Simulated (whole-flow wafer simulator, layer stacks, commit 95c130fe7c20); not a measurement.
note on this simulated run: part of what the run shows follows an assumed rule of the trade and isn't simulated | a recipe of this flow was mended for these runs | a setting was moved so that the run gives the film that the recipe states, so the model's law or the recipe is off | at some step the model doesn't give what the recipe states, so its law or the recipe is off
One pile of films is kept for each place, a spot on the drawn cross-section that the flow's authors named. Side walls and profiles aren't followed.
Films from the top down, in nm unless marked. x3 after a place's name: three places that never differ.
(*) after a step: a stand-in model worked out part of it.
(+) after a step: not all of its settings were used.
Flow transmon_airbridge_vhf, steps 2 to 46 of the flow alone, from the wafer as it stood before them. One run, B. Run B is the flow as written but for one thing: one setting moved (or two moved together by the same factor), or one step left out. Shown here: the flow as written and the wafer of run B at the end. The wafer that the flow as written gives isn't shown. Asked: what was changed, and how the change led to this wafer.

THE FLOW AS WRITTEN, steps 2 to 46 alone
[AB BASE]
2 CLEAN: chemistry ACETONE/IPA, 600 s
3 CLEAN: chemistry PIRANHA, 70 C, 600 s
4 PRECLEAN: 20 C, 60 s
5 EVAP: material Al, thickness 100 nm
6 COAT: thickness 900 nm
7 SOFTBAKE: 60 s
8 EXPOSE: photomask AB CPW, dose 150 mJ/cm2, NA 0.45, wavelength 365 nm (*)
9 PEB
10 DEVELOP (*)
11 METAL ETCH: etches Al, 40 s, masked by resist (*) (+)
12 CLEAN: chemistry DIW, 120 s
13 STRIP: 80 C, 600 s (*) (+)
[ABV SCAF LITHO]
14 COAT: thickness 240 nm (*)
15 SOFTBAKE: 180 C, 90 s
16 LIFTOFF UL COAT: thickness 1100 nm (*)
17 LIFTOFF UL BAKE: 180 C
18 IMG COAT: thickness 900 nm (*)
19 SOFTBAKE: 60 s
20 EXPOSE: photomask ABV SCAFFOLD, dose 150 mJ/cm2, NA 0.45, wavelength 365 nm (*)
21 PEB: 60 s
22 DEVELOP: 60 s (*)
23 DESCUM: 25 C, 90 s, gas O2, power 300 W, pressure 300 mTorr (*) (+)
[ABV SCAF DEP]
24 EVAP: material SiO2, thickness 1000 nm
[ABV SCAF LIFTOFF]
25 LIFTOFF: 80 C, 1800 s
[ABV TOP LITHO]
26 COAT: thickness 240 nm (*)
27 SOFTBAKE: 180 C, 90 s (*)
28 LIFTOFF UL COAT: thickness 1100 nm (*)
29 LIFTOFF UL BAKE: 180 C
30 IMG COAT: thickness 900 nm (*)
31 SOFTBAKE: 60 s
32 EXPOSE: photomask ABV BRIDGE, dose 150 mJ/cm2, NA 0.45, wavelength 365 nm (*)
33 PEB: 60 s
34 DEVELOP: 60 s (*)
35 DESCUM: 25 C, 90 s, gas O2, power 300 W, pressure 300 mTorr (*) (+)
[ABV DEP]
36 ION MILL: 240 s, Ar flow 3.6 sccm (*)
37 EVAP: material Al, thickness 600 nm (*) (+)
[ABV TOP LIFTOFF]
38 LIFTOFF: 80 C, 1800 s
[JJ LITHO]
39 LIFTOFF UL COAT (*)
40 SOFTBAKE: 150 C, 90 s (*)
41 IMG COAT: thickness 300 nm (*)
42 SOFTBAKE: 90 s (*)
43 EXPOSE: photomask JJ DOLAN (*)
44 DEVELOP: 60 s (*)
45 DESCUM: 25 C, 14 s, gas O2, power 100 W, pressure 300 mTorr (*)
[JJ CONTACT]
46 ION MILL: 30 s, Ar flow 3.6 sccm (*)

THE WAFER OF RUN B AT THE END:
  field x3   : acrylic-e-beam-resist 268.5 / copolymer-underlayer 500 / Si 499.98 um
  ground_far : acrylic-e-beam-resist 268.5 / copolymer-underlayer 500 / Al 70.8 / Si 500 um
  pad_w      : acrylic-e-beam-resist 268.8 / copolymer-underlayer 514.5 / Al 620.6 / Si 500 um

The cause: step 5, EVAP: thickness 70.8 nm was run, where the flow has thickness 100 nm.
It can be read off the wafer: ground_far has Al 70.8, and step 5 as written asks for 100 nm.

How the change led to this, step by step:
  5 EVAP: material Al, thickness 100 nm
      field x3, jj_line, ground_far and 12 more: Al +70.8 (new film) (as written it would be: Al +100 (new film))
  11 METAL ETCH: etches Al, 40 s, masked by resist (*) (+)
      field x3, jj_line, gap_w, gap_e: Al -57.5 (all of it), Si -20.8 (as written it would be: Al -86.7 (all of it), Si -11.1)
